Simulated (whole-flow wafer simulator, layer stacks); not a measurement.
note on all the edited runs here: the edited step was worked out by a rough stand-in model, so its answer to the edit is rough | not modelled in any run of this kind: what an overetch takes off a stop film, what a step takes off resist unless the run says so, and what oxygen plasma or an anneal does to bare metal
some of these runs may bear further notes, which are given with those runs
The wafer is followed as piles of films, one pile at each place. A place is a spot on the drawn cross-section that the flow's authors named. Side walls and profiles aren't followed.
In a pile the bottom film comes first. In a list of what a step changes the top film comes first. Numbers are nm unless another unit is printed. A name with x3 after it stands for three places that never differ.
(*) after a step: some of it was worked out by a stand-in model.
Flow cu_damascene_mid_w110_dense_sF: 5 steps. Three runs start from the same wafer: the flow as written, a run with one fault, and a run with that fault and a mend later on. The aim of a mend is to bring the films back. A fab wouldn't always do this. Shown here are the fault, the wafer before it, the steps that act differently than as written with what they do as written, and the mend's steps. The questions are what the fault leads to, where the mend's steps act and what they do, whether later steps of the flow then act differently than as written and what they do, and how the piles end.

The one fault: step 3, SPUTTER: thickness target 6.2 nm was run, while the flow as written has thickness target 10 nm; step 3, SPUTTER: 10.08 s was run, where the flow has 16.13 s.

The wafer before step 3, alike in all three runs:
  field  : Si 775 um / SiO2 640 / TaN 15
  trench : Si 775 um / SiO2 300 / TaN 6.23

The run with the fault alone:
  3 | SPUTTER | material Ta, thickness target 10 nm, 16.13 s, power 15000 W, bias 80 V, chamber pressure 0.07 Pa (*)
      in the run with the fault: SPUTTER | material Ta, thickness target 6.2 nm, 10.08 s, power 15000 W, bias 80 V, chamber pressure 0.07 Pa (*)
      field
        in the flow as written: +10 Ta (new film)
        in the run with the fault: +6.2 Ta (new film)
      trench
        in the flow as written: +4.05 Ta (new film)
        in the run with the fault: +2.51 Ta (new film)
  Later steps of the flow that are run all act as written at every place that is followed, up to a difference of at most 2% or 0.5 nm, whichever is larger.
  By the end, the piles at field, trench depart from the flow's by more than 2% or 0.5 nm, whichever is larger.
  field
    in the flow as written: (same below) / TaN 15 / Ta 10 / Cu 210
    in the run with the fault: (same below) / TaN 15 / Ta 6.2 / Cu 210
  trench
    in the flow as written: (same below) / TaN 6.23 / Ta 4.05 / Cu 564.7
    in the run with the fault: (same below) / TaN 6.23 / Ta 2.51 / Cu 562.5

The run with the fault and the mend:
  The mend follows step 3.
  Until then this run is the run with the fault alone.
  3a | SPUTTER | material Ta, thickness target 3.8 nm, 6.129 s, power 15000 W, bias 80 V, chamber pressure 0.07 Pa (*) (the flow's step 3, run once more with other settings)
      field
        +3.8 Ta
      trench
        +1.5 Ta
  Later steps of the flow that are run all act as written at every place that is followed, up to a difference of at most 2% or 0.5 nm, whichever is larger.
  At the end the piles are close to the flow's at the places that both follow, differing by at most 2% or 0.5 nm, whichever is larger.
